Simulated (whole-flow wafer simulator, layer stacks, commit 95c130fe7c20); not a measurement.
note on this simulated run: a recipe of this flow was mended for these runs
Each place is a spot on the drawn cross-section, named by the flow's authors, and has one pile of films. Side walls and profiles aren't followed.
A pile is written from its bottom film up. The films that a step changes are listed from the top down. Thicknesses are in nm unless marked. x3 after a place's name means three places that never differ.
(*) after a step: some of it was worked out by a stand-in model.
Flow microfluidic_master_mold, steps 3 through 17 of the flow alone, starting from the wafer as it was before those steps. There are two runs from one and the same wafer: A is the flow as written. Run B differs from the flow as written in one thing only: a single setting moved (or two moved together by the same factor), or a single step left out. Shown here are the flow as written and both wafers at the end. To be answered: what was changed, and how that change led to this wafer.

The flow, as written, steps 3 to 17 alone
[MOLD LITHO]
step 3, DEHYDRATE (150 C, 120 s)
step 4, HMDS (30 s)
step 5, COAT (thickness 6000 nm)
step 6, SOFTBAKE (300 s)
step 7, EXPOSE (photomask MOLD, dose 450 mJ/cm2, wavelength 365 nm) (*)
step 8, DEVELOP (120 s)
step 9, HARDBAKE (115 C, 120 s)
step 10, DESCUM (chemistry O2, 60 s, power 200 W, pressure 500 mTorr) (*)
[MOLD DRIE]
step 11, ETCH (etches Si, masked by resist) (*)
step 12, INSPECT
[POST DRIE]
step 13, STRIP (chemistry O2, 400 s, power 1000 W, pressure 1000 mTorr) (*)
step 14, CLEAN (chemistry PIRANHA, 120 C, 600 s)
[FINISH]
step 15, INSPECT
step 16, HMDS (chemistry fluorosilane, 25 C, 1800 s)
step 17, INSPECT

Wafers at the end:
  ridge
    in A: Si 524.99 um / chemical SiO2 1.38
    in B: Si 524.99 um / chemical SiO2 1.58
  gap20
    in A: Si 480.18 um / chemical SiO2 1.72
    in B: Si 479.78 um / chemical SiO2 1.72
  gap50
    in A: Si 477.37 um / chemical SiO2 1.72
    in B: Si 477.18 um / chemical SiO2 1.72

Cause: step 5, COAT: thickness 3343 nm was run, whereas the flow has thickness 6000 nm.

How this came from the change, step by step:
  step 5, COAT (thickness 6000 nm)
      ridge, gap20, gap50, gap200 x2: A thick-i-line-resist gains 6000 (new film) | B thick-i-line-resist gains 3343 (new film)
  step 8, DEVELOP (120 s)
      gap20, gap50, gap200 x2: A thick-i-line-resist loses 6000 (all of it) | B thick-i-line-resist loses 3343 (all of it)
  step 9, HARDBAKE (115 C, 120 s)
      ridge: A thick-i-line-resist loses 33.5 | B thick-i-line-resist loses 14.6
  step 11, ETCH (etches Si, masked by resist) (*)
      gap20: A chemical SiO2 loses 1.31 (all of it), Si loses 44.81 um | B chemical SiO2 loses 1.31 (all of it), Si loses 45.21 um
      gap50: A chemical SiO2 loses 1.31 (all of it), Si loses 47.62 um | B chemical SiO2 loses 1.31 (all of it), Si loses 47.81 um
  step 13, STRIP (chemistry O2, 400 s, power 1000 W, pressure 1000 mTorr) (*)
      ridge: A thick-i-line-resist loses 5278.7 (all of it), chemical SiO2 gains 0.78, Si loses 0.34 | B thick-i-line-resist loses 2640.6 (all of it), chemical SiO2 gains 0.98, Si loses 0.43
